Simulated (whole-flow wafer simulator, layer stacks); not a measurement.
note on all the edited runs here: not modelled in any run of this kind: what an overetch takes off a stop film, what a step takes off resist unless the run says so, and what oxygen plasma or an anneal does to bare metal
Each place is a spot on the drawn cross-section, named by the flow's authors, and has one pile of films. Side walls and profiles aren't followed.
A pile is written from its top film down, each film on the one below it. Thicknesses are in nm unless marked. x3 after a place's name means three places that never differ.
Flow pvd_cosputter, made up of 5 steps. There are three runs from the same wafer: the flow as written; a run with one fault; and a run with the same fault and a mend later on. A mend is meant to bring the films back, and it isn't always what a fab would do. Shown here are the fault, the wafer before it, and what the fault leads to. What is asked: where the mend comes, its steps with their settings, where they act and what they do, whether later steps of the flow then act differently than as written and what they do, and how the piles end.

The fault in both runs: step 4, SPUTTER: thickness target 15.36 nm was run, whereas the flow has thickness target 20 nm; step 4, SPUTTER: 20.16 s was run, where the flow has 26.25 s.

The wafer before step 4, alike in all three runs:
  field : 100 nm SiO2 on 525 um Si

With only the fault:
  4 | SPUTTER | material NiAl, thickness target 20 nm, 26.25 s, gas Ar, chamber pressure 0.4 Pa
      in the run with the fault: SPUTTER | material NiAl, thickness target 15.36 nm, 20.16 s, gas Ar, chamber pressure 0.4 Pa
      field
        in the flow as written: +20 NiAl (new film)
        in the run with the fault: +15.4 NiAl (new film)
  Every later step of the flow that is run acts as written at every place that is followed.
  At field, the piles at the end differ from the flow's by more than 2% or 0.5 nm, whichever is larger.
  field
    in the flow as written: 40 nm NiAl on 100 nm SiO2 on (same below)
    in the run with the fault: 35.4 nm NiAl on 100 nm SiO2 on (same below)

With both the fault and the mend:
  The mend follows step 4.
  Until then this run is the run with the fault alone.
  4a | SPUTTER | material NiAl, thickness target 4.64 nm, 6.09 s, gas Ar, chamber pressure 0.4 Pa (the flow's step 4, run once more with other settings)
      field
        +4.64 NiAl
  Every later step of the flow that is run acts as written at every place that is followed.
  At every place that both follow, the piles at the end match the flow's.
